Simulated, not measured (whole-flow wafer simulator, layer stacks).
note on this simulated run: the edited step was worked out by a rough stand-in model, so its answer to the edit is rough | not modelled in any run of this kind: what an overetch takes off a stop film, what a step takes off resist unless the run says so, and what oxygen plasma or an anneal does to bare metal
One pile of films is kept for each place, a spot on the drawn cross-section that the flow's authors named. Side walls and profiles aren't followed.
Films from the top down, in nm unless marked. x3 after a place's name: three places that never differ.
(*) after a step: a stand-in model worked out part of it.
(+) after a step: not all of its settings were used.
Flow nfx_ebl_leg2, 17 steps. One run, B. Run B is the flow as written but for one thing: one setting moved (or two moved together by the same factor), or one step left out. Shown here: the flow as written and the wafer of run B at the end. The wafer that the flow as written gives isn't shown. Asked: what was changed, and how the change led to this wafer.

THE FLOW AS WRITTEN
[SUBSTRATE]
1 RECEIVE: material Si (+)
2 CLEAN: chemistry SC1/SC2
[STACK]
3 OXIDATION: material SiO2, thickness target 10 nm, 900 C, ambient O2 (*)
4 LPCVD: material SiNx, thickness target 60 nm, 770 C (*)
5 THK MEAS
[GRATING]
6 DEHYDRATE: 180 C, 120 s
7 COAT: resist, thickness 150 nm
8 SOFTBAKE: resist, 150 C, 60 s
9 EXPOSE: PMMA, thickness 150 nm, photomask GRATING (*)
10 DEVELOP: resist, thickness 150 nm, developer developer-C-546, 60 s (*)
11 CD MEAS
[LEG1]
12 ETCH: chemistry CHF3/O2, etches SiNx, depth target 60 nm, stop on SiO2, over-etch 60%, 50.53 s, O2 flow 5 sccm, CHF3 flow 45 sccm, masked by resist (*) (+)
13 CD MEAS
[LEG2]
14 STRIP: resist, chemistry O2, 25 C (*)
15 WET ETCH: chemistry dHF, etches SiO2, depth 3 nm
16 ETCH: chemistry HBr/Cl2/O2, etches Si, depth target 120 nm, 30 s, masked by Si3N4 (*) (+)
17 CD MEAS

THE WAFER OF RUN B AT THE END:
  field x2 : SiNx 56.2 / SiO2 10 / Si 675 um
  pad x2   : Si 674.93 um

The cause: step 16, ETCH: depth target 66 nm was run, where the flow has depth target 120 nm; step 16, ETCH: 16.5 s was run, where the flow has 30 s.

How the change led to this, step by step:
  16 ETCH: chemistry HBr/Cl2/O2, etches Si, depth target 120 nm, 30 s, masked by Si3N4 (*) (+)
      field x2: SiNx -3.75 (as written it would be: SiNx -6.82)
      pad x2: Si -66 (as written it would be: Si -120)
